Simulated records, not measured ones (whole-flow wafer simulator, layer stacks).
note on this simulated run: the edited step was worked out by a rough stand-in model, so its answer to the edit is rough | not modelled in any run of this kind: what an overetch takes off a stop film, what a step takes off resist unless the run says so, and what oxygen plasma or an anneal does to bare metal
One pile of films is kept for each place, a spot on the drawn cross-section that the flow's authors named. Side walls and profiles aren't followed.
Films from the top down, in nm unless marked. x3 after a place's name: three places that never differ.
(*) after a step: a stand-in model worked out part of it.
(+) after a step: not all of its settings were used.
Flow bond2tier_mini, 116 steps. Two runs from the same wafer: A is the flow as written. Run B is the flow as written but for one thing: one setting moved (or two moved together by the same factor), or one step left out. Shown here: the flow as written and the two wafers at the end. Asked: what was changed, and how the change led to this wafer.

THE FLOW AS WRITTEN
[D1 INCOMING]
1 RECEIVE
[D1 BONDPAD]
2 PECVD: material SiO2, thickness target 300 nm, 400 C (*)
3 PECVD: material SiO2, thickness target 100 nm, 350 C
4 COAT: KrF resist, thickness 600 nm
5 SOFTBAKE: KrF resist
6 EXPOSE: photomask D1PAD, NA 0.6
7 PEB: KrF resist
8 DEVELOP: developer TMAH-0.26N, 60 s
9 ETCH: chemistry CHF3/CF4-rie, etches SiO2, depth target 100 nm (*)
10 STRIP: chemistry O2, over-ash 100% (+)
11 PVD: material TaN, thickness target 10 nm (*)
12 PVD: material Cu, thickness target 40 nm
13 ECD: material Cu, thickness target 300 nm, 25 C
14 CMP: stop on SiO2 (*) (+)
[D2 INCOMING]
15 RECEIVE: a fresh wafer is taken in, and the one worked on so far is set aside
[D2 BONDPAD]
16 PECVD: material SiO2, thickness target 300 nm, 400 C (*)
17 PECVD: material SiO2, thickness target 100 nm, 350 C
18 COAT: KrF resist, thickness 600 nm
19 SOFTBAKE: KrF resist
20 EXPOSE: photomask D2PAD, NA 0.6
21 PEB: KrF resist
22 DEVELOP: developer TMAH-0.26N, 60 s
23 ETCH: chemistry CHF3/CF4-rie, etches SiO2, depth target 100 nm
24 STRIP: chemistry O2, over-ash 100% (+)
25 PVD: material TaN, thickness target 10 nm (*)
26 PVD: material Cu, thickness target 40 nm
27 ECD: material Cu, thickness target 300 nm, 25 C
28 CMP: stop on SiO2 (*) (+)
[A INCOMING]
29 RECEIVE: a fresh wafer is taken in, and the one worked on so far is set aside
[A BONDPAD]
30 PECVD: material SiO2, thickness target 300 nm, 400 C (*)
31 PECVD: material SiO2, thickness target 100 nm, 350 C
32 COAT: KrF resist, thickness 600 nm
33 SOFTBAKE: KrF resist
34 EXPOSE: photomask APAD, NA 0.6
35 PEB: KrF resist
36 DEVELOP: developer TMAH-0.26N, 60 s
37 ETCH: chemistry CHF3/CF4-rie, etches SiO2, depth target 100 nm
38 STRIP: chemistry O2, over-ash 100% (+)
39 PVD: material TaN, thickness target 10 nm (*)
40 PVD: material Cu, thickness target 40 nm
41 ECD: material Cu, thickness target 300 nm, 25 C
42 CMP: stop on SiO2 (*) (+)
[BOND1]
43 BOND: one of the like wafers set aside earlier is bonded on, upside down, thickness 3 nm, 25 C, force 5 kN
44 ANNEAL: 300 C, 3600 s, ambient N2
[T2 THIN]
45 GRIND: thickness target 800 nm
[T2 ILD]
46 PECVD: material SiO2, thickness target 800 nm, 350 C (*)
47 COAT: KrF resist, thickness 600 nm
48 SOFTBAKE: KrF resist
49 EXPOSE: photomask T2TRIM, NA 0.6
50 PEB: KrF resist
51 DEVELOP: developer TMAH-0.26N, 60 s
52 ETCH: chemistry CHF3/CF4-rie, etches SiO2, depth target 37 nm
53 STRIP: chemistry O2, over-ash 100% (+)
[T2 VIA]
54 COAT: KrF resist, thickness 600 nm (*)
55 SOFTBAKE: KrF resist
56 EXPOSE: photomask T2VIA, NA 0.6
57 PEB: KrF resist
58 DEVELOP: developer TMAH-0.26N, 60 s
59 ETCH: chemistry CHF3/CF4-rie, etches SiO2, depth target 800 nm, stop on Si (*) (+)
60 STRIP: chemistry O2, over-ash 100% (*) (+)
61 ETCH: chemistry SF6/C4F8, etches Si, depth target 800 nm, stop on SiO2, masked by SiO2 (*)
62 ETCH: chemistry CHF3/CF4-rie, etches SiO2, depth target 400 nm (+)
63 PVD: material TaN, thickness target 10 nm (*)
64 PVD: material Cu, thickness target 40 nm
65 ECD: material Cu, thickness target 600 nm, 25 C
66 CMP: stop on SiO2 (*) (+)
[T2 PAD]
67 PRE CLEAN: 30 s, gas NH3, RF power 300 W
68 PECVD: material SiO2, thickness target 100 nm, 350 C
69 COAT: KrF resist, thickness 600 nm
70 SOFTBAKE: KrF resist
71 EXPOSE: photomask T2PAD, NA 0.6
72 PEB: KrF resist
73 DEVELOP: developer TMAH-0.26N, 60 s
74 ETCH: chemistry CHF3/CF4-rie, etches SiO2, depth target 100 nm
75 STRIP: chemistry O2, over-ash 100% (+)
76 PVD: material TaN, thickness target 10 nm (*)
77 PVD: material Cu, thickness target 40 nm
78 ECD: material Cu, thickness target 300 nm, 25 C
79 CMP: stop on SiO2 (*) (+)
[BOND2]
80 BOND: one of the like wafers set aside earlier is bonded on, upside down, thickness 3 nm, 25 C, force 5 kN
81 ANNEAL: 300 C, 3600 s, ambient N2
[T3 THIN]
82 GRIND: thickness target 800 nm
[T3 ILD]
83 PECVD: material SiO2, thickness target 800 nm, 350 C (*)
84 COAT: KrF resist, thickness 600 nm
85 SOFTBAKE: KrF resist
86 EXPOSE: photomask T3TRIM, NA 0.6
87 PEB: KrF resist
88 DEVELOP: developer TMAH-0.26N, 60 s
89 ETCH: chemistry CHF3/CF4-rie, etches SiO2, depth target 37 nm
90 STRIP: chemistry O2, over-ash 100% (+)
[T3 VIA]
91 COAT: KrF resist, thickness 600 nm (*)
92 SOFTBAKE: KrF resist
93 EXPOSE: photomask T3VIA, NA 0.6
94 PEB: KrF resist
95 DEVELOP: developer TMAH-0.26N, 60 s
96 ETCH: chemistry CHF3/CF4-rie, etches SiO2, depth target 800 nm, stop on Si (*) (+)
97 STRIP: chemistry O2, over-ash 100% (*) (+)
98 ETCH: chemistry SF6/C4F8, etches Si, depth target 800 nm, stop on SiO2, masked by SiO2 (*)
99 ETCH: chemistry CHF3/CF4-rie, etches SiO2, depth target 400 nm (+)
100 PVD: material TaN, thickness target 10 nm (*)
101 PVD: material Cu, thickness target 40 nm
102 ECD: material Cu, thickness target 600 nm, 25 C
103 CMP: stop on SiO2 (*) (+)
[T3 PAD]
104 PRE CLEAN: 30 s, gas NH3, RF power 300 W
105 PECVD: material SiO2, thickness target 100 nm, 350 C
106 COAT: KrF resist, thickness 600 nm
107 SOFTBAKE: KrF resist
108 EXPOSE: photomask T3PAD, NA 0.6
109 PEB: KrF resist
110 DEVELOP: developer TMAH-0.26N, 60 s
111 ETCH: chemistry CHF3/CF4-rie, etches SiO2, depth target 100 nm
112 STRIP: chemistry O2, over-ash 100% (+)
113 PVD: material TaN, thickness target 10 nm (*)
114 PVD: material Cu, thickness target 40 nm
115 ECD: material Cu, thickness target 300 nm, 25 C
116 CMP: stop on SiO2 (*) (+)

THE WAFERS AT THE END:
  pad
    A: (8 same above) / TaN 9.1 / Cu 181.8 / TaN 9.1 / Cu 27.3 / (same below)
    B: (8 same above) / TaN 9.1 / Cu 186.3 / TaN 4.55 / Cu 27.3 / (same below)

The cause: step 76, PVD: thickness target 5 nm was run, where the flow has thickness target 10 nm.

How the change led to this, step by step:
  76 PVD: material TaN, thickness target 10 nm (*)
      field: A TaN +10 (new film) | B TaN +5 (new film)
      pad: A TaN +9.1 (new film) | B TaN +4.55 (new film)
  79 CMP: stop on SiO2 (*) (+)
      field: A Cu -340 (all of it), TaN -10 (all of it) | B Cu -340 (all of it), TaN -5 (all of it)
